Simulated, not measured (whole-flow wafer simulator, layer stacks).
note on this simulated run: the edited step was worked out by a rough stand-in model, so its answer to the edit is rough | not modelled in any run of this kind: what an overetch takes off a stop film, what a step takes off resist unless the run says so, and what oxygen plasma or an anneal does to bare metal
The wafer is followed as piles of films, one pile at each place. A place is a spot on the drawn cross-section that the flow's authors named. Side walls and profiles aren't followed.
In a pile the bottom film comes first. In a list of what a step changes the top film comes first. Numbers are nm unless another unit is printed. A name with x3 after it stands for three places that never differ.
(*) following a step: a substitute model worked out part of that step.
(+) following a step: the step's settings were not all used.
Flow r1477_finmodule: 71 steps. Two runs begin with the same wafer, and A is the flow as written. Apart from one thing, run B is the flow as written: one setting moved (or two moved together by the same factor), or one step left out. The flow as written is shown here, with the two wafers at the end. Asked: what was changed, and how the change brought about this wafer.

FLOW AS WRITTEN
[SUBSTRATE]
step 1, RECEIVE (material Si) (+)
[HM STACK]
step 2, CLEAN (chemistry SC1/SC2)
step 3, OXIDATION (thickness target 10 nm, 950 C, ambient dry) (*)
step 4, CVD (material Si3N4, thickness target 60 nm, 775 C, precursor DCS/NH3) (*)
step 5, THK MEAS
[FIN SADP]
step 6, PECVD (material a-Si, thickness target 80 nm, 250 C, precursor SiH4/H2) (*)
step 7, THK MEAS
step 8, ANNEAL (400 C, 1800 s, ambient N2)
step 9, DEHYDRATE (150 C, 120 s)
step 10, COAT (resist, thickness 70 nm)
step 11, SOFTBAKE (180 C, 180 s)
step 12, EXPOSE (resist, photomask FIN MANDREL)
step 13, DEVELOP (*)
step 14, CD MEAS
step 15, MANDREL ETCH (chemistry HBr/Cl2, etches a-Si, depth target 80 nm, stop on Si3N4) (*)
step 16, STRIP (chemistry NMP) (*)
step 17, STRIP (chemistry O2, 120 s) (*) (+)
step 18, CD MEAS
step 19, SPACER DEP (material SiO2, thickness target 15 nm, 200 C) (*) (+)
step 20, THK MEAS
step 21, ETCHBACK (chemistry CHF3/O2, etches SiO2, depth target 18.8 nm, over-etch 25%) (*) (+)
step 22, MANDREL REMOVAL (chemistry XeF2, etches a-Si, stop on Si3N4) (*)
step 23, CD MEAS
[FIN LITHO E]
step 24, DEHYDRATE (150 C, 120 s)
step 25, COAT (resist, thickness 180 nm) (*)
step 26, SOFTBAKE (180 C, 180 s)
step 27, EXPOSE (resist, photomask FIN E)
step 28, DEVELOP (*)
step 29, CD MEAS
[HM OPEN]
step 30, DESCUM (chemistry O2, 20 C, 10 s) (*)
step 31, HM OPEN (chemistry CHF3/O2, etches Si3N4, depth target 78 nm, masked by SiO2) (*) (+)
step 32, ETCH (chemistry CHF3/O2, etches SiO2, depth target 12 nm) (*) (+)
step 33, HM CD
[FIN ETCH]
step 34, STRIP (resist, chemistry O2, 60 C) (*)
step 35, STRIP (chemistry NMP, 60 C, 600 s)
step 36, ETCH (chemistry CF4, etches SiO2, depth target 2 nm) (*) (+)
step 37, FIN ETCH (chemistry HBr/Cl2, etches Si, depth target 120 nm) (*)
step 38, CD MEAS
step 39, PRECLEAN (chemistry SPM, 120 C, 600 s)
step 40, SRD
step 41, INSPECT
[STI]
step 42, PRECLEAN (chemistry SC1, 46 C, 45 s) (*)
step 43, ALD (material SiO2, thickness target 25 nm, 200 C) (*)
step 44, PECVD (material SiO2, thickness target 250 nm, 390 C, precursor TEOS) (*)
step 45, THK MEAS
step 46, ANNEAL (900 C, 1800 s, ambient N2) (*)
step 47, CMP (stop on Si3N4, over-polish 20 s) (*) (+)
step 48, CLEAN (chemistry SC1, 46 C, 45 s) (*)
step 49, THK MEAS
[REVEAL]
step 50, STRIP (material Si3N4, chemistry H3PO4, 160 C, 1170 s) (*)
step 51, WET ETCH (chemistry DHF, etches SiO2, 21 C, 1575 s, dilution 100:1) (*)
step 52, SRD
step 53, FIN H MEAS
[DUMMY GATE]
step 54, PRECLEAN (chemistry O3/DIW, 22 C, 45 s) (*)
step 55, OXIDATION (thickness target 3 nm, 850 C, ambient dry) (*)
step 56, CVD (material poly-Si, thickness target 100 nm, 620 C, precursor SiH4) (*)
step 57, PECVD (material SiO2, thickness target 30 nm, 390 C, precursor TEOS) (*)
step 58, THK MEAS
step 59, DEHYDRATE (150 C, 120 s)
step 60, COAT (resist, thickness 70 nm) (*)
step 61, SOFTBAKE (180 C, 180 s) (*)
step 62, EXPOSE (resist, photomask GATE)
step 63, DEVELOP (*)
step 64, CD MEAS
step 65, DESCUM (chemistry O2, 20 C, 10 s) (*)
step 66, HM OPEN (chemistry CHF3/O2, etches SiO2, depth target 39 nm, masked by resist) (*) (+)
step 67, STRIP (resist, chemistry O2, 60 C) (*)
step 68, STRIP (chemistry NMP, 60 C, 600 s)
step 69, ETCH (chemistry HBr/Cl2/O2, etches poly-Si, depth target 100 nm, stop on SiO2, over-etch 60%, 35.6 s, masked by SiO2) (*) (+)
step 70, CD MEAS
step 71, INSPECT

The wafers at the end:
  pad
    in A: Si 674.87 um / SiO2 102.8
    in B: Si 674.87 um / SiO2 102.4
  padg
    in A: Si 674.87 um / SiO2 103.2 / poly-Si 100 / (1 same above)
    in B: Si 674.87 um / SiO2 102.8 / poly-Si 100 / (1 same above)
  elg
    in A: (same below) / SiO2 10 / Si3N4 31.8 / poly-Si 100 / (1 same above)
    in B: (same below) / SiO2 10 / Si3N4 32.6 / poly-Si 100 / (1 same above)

What caused this: step 36, ETCH: depth target 1.31 nm was run, while the flow as written has depth target 2 nm.

Step by step, how the change led to this:
  step 36, ETCH (chemistry CF4, etches SiO2, depth target 2 nm) (*) (+)
      elg, e40lg, e100lg, e200lg, elo, e40lo, e100lo, e200lo: A -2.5 Si3N4 | B -1.64 Si3N4
      s40sg_line, s45sg_line, s50sg_line, s40so_line, s45so_line, s50so_line: A -2 SiO2 | B -1.31 SiO2
  step 51, WET ETCH (chemistry DHF, etches SiO2, 21 C, 1575 s, dilution 100:1) (*)
      elg, e40lg, e100lg, e200lg, elo, e40lo, e100lo, e200lo: A -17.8 SiO2 (all of it), -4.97 Si3N4 | B -17 SiO2 (all of it), -5.04 Si3N4
